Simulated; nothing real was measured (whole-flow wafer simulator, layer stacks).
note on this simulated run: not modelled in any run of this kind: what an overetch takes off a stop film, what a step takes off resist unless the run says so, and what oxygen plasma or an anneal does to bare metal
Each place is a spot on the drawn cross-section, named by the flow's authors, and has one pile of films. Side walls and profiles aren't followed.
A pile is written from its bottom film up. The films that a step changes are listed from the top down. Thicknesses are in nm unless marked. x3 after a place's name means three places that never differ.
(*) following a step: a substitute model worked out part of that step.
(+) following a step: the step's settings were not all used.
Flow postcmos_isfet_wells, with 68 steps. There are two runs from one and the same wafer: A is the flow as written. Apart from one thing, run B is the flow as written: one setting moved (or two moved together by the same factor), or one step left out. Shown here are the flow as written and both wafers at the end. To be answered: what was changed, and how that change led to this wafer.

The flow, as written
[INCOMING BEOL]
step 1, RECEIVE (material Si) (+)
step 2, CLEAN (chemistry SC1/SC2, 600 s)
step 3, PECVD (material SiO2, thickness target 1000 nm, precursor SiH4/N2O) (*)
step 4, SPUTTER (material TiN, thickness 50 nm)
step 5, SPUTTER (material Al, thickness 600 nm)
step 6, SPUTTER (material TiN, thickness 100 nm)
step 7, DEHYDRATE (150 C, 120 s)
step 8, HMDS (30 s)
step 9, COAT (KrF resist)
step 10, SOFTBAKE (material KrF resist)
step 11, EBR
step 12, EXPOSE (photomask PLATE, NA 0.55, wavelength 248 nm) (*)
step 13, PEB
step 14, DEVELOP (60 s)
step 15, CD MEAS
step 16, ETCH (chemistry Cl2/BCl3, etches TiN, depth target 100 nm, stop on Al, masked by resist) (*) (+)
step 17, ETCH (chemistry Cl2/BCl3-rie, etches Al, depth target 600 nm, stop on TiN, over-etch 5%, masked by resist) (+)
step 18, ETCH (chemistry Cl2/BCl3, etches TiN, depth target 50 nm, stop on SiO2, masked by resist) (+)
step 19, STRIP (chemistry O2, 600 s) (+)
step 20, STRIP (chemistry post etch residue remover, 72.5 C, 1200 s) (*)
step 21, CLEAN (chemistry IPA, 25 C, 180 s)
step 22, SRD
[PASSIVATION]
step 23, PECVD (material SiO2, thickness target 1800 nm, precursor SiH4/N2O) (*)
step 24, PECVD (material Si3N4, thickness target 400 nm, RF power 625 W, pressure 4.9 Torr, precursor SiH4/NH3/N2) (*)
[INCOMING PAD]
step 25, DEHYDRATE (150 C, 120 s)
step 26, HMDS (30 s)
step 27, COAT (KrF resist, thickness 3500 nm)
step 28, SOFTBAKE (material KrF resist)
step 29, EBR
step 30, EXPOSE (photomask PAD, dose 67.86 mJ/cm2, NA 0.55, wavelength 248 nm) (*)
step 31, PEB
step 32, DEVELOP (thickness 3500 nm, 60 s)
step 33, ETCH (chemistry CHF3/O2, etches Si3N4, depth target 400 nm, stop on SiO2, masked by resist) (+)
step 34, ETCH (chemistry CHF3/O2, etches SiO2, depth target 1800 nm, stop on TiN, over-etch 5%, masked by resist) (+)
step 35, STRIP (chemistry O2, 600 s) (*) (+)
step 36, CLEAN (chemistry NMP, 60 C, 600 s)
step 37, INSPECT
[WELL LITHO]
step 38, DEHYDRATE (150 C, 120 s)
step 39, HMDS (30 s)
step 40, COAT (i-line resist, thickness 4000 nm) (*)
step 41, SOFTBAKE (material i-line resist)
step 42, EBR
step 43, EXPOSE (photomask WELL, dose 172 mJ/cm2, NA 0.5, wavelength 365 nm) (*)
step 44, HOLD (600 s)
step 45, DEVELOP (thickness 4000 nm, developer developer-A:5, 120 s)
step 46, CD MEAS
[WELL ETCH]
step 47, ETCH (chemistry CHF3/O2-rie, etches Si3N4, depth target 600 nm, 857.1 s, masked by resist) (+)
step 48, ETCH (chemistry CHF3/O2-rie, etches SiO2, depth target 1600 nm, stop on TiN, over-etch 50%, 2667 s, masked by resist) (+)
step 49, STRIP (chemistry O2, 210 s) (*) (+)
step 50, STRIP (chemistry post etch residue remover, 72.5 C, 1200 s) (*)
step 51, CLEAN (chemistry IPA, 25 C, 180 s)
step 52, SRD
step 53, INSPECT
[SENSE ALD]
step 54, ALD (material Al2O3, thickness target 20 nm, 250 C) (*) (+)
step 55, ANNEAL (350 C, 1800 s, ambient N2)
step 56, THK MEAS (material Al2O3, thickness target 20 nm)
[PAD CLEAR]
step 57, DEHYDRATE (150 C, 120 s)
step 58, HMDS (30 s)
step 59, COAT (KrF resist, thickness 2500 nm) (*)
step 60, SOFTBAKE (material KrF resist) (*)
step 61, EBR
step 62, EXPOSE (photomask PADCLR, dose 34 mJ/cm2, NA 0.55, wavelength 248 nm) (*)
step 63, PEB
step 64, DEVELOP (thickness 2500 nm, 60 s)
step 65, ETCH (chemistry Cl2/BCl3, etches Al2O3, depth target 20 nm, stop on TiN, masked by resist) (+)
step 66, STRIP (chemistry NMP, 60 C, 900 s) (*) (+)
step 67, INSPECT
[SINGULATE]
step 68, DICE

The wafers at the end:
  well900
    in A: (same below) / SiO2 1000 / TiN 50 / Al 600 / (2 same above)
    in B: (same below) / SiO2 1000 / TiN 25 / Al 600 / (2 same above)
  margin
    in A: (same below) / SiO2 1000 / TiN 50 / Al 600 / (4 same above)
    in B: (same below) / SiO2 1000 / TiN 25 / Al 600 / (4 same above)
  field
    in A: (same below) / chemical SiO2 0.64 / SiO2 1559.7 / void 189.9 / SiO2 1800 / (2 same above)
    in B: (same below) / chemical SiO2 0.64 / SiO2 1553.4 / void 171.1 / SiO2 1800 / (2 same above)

What caused this: step 4, SPUTTER: thickness 25 nm was run, whereas the flow has thickness 50 nm.
The wafer lets one read it off: well900 has TiN 25, and step 4 as written asks for 50 nm.

Step by step, how the change led to this:
  step 4, SPUTTER (material TiN, thickness 50 nm)
      field, margin, well900 and 6 more: A TiN gains 50 (new film) | B TiN gains 25 (new film)
  step 18, ETCH (chemistry Cl2/BCl3, etches TiN, depth target 50 nm, stop on SiO2, masked by resist) (+)
      margin, well900, well1300, well2000, well3000, pad_rim, pad_clr, pad_open: A KrF resist loses 20 | B KrF resist loses 15
      field: A TiN loses 50 (all of it) | B TiN loses 25 (all of it)
  step 23, PECVD (material SiO2, thickness target 1800 nm, precursor SiH4/N2O) (*)
      field: A SiO2 gains 1800 (new film), void gains 189.9 (new film), SiO2 gains 559.7 | B SiO2 gains 1800 (new film), void gains 171.1 (new film), SiO2 gains 553.4
